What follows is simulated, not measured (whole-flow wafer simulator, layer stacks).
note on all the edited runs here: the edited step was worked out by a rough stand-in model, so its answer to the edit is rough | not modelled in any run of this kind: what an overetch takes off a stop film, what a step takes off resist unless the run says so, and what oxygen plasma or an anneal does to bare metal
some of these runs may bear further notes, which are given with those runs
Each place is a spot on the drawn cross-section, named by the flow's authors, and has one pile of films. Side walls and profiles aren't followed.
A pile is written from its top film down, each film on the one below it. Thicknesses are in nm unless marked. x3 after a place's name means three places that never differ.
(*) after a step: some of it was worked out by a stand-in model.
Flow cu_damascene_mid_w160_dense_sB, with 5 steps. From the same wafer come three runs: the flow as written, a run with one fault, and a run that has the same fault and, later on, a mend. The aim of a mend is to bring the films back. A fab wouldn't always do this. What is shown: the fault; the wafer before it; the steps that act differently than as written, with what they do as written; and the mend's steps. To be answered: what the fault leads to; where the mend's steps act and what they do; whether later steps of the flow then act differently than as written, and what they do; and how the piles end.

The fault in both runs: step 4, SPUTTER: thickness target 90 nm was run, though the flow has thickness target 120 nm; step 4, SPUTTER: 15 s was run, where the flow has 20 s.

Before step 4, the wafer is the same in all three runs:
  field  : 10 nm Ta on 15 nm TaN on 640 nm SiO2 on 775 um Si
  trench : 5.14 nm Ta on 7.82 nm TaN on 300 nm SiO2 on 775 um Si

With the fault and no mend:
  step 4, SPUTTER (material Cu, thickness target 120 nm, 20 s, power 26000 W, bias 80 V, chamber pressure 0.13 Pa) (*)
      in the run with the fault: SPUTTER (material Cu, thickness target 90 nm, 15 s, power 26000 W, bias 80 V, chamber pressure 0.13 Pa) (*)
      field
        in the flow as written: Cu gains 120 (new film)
        in the run with the fault: Cu gains 90 (new film)
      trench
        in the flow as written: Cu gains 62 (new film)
        in the run with the fault: Cu gains 46.5 (new film)
  Steps further on in the flow that do not act as written:
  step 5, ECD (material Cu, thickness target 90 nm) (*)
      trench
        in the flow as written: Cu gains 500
        in the run with the fault: Cu gains 485.5
  The piles end different from the flow's at field, trench by more than 2% or 0.5 nm, whichever is larger.
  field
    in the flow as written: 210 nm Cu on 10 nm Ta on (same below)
    in the run with the fault: 180 nm Cu on 10 nm Ta on (same below)
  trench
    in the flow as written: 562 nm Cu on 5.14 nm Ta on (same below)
    in the run with the fault: 532 nm Cu on 5.14 nm Ta on (same below)

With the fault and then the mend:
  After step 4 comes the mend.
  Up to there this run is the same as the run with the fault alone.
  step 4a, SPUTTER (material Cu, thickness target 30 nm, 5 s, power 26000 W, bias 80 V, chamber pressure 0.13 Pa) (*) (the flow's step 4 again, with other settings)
      field
        Cu gains 30
      trench
        Cu gains 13
  Later steps of the flow that are run all act as written at every place that is followed, up to a difference of at most 2% or 0.5 nm, whichever is larger.
  The piles end the same as the flow's at every place that both follow.
